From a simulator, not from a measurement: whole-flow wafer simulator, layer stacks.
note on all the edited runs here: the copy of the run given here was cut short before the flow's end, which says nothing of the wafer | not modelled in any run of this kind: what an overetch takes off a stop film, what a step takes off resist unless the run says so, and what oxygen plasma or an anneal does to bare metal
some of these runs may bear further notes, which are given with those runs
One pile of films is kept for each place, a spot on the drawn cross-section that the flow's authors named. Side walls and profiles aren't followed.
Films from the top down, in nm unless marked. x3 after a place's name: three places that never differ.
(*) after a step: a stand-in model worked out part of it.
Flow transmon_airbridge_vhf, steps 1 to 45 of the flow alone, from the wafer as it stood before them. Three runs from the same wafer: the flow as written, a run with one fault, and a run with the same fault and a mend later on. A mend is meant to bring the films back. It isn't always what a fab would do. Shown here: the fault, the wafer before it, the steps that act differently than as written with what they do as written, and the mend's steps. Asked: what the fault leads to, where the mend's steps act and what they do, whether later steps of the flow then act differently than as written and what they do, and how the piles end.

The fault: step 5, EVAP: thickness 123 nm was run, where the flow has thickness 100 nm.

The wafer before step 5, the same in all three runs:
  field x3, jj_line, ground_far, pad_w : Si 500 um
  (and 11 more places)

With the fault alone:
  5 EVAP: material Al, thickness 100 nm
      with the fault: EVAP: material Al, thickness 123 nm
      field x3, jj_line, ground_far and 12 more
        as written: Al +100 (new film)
        with the fault: Al +123 (new film)
  Later steps of the flow that act differently than as written:
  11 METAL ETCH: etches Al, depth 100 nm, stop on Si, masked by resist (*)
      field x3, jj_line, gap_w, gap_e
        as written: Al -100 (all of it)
        with the fault: Al -100
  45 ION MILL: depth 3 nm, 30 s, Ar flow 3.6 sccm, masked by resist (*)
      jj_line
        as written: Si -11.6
        with the fault: Al -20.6
  At the end the piles differ from the flow's by more than 2% or 0.5 nm, whichever is larger, at field x3, jj_line, ground_far and 12 more.
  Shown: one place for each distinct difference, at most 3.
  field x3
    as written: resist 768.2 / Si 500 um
    with the fault: resist 768.2 / Al 23 / Si 500 um
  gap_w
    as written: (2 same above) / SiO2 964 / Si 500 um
    with the fault: (2 same above) / SiO2 964 / Al 23 / Si 500 um
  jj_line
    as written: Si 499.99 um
    with the fault: Al 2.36 / Si 500 um

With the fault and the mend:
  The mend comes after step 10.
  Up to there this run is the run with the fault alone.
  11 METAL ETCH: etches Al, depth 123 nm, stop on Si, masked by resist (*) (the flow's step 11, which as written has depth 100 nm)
      ground_far, pad_w, flank_w and 8 more
        i-line resist -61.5
      field x3, jj_line, gap_w, gap_e
        Al -123 (all of it)
  No later step of the flow acts differently than as written, at any place that is followed, by more than 2% or 0.5 nm, whichever is larger.
  At the end the piles differ from the flow's by more than 2% or 0.5 nm, whichever is larger, at ground_far, pad_w, flank_w and 8 more.
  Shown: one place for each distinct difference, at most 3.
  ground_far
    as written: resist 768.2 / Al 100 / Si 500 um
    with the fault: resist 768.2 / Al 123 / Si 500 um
    with the mend: resist 768.2 / Al 123 / Si 500 um
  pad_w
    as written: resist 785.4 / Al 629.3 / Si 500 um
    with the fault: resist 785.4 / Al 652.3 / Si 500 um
    with the mend: resist 784.2 / Al 652.3 / Si 500 um
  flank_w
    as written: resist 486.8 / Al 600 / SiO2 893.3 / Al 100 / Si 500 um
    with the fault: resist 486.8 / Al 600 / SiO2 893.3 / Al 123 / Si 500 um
    with the mend: resist 481.2 / Al 600 / SiO2 893.5 / Al 123 / Si 500 um
